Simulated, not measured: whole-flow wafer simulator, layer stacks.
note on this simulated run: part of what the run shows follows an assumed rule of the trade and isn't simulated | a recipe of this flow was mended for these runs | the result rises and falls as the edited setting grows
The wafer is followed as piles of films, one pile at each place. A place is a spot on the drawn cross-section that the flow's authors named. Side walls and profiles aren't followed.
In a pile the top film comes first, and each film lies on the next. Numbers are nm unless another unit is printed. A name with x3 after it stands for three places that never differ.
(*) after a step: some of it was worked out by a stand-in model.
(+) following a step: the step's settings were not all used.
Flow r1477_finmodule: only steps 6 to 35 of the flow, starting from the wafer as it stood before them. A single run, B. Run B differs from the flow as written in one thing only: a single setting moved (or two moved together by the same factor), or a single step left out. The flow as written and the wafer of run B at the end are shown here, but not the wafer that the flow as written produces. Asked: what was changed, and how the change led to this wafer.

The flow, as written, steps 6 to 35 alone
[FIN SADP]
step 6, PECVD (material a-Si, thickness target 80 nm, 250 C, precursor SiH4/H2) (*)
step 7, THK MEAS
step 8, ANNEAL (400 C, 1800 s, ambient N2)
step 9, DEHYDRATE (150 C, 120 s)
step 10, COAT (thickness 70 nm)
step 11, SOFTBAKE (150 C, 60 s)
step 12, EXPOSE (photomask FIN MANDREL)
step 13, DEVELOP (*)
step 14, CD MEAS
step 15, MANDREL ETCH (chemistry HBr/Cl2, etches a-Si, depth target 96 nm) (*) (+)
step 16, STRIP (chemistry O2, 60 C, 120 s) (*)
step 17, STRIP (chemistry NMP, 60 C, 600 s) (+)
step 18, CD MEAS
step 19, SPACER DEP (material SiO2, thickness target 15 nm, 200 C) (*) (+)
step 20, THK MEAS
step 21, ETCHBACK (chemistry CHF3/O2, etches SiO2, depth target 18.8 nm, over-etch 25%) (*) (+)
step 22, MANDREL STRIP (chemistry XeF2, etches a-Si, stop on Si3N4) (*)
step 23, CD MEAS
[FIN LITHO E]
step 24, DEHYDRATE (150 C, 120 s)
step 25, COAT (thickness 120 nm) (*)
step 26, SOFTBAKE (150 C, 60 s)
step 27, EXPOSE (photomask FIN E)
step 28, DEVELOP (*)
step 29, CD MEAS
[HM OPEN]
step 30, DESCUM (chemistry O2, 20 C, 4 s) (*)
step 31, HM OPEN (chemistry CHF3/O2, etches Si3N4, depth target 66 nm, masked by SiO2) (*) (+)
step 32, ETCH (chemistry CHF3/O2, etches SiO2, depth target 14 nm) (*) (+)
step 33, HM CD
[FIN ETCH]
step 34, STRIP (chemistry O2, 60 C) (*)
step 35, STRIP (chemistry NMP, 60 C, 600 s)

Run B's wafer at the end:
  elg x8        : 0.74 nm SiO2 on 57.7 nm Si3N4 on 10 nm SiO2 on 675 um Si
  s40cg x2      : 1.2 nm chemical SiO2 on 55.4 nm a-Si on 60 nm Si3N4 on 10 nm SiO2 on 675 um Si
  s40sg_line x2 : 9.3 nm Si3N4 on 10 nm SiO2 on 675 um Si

Cause: step 21, ETCHBACK: depth target 14.3 nm was run, while the flow as written has depth target 18.8 nm.

How this came from the change, step by step:
  step 21, ETCHBACK (chemistry CHF3/O2, etches SiO2, depth target 18.8 nm, over-etch 25%) (*) (+)
      pad x2, elg x8, esg x2 and 12 more: -14.3 SiO2 (in the flow as written it would be: -15 SiO2 (all of it), -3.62 Si3N4)
      s40cg x2, s45cg x2, s50cg x2: -14.3 SiO2 (in the flow as written it would be: -15 SiO2 (all of it), -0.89 chemical SiO2 (all of it), -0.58 a-Si)
  step 22, MANDREL STRIP (chemistry XeF2, etches a-Si, stop on Si3N4) (*)
      s40cg x2, s45cg x2, s50cg x2: nothing (in the flow as written it would be: -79 a-Si (all of it))
  step 25, COAT (thickness 120 nm) (*)
      s40cg x2: +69 e-beam-resist (new film) (in the flow as written it would be: +136.7 e-beam-resist (new film))
      s40sg x2: +151.7 e-beam-resist (new film) (in the flow as written it would be: +142.6 e-beam-resist (new film))
      (and at 14 other places as well)
  step 28, DEVELOP (*)
      s40cg x2: -69 e-beam-resist (all of it) (in the flow as written it would be: -136.7 e-beam-resist (all of it))
      s40sg x2: -151.7 e-beam-resist (all of it) (in the flow as written it would be: -142.6 e-beam-resist (all of it))
      (and at 14 other places as well)
  step 31, HM OPEN (chemistry CHF3/O2, etches Si3N4, depth target 66 nm, masked by SiO2) (*) (+)
      pad x2, esg x2, e40sg x2, e100sg x2, e200sg x2, s40sg x2, s45sg x2, s50sg x2: -0.74 SiO2 (all of it), -57.7 Si3N4 (all of it), -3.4 SiO2 (in the flow as written it would be: -54.1 Si3N4 (all of it), -5.95 SiO2)
      s40cg x2, s45cg x2, s50cg x2: -0.76 SiO2 (all of it), -0.89 chemical SiO2 (all of it), -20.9 a-Si (in the flow as written it would be: -60 Si3N4 (all of it), -3 SiO2)
      (and at 6 other places as well)
  step 32, ETCH (chemistry CHF3/O2, etches SiO2, depth target 14 nm) (*) (+)
      s40cg x2, s45cg x2, s50cg x2: -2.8 a-Si (in the flow as written it would be: -7 SiO2 (all of it), -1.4 Si)
      s40sg_line x2, s45sg_line x2: -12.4 Si3N4 (in the flow as written it would be: -14 SiO2)
      (and at 18 other places as well)
  step 34, STRIP (chemistry O2, 60 C) (*)
      s40cg x2, s45cg x2, s50cg x2: +1.2 chemical SiO2 (new film), -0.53 a-Si (in the flow as written it would be: +1.2 chemical SiO2 (new film), -0.53 Si)
